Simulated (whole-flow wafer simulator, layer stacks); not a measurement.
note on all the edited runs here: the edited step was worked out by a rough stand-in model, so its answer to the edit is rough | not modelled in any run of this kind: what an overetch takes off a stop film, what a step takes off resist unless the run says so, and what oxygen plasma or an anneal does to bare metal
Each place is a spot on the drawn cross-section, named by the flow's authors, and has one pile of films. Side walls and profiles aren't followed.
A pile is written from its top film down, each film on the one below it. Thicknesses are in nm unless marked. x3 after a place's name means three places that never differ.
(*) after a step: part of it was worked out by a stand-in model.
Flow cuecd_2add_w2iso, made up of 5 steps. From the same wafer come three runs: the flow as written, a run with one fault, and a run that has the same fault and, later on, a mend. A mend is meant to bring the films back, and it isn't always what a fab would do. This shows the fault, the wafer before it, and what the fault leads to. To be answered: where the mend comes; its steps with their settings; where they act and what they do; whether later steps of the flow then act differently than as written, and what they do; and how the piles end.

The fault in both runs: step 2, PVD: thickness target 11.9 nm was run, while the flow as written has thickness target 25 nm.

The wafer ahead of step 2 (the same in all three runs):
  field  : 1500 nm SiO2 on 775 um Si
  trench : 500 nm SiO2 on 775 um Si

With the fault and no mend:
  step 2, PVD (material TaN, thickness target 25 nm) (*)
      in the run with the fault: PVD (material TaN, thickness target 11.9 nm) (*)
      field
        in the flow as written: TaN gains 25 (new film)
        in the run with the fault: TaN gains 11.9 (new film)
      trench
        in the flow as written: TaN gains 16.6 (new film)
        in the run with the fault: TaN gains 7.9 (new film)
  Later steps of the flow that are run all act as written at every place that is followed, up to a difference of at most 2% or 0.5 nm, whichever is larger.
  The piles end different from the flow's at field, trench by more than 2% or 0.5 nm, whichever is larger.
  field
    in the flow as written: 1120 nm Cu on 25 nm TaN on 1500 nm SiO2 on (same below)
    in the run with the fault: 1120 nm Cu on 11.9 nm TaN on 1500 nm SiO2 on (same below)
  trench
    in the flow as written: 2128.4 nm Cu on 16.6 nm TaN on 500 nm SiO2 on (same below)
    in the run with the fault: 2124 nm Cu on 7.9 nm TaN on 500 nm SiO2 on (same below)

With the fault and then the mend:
  The mend follows step 2.
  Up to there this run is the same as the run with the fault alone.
  step 2a, PVD (material TaN, thickness target 13.1 nm) (*) (the flow's step 2 again, with other settings)
      field
        TaN gains 13.1
      trench
        TaN gains 8.66
  Later steps of the flow that are run all act as written at every place that is followed.
  By the end, the piles equal the flow's at every place that both follow.
